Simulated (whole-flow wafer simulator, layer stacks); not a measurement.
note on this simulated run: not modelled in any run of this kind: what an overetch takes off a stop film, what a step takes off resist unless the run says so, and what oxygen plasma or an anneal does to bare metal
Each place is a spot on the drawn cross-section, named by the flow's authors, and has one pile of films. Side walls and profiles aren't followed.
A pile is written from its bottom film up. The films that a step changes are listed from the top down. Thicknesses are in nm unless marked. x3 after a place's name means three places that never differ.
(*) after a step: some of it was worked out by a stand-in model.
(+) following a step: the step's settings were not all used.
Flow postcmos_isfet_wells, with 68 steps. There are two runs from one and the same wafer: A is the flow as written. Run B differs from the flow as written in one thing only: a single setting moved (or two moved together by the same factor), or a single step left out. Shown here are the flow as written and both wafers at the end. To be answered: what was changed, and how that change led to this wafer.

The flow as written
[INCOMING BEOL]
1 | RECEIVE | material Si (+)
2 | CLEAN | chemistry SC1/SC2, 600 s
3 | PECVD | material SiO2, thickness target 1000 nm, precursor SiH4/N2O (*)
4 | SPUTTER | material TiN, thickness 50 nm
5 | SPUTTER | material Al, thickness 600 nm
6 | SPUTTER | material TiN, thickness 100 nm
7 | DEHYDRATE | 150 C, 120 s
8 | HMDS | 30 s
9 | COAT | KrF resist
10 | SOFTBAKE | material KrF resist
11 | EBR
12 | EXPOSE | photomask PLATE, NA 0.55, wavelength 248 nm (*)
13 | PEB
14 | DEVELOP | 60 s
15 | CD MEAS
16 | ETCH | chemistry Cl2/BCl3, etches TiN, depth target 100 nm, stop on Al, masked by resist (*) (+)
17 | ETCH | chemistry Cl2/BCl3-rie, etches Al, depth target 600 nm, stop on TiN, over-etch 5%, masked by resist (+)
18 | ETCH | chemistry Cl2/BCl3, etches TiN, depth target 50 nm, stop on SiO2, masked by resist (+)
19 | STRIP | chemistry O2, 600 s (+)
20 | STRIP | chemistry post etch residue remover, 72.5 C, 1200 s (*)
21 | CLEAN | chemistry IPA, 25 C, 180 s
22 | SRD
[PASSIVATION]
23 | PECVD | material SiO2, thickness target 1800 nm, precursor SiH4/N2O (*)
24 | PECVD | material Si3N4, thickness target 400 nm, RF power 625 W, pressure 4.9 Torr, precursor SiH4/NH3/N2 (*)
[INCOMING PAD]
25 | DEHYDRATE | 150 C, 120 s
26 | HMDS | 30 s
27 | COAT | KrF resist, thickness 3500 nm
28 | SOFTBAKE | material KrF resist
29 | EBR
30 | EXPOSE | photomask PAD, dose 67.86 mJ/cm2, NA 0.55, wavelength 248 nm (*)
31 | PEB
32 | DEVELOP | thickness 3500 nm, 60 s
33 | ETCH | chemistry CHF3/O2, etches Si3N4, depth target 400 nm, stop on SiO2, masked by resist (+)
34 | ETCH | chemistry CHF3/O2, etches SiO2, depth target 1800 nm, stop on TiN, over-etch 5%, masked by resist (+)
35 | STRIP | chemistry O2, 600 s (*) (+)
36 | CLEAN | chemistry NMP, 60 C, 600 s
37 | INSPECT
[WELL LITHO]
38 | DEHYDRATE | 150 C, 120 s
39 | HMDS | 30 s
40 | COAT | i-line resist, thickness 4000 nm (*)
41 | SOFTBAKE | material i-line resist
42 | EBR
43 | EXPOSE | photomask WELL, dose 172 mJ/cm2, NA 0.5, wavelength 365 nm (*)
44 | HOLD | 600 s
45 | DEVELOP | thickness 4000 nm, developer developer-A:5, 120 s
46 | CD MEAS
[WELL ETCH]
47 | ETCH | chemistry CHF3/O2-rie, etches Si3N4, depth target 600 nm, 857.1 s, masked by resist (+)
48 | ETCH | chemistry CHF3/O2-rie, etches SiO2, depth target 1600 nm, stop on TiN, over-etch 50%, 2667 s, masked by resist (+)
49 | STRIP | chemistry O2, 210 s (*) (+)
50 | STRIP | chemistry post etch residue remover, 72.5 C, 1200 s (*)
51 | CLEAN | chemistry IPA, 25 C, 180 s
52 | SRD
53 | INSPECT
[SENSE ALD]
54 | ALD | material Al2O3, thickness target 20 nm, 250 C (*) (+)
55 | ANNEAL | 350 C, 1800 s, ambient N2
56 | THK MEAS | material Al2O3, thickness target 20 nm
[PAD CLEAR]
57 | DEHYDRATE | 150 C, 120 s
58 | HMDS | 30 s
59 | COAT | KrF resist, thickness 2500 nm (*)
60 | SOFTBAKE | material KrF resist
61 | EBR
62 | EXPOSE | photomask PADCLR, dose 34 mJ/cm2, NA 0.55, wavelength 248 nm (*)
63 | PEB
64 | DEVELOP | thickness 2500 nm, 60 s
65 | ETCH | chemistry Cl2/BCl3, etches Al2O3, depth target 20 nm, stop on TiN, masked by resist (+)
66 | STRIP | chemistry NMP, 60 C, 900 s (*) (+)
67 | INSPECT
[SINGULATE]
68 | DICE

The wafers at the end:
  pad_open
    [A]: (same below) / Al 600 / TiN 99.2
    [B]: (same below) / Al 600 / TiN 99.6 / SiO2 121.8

The reason: step 33, ETCH: depth target 284 nm was run, while the flow as written has depth target 400 nm.

Step by step, how the change led to this:
  33 | ETCH | chemistry CHF3/O2, etches Si3N4, depth target 400 nm, stop on SiO2, masked by resist (+)
      pad_open: A -400 Si3N4 (all of it) | B -284 Si3N4
      field, margin, well900, well1300 x3, pad_rim, pad_clr: A -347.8 KrF resist | B -247 KrF resist
  34 | ETCH | chemistry CHF3/O2, etches SiO2, depth target 1800 nm, stop on TiN, over-etch 5%, masked by resist (+)
      pad_open: A -1800 SiO2 (all of it) | B -116 Si3N4 (all of it), -1678.2 SiO2
  35 | STRIP | chemistry O2, 600 s (*) (+)
      field, margin, well900, well1300 x3, pad_rim, pad_clr: A -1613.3 KrF resist (all of it) | B -1714.2 KrF resist (all of it)
  41 | SOFTBAKE | material i-line resist
      pad_clr: A -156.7 i-line resist | B -144.5 i-line resist
      pad_open: A +115.3 i-line resist | B +109.9 i-line resist
  49 | STRIP | chemistry O2, 210 s (*) (+)
      pad_clr: A -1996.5 i-line resist (all of it) | B -2046.6 i-line resist (all of it)
  59 | COAT | KrF resist, thickness 2500 nm (*)
      pad_clr: A +1691.6 KrF resist (new film) | B +1732.5 KrF resist (new film)
  64 | DEVELOP | thickness 2500 nm, 60 s
      pad_clr: A -1676 KrF resist (all of it) | B -1716.8 KrF resist (all of it)
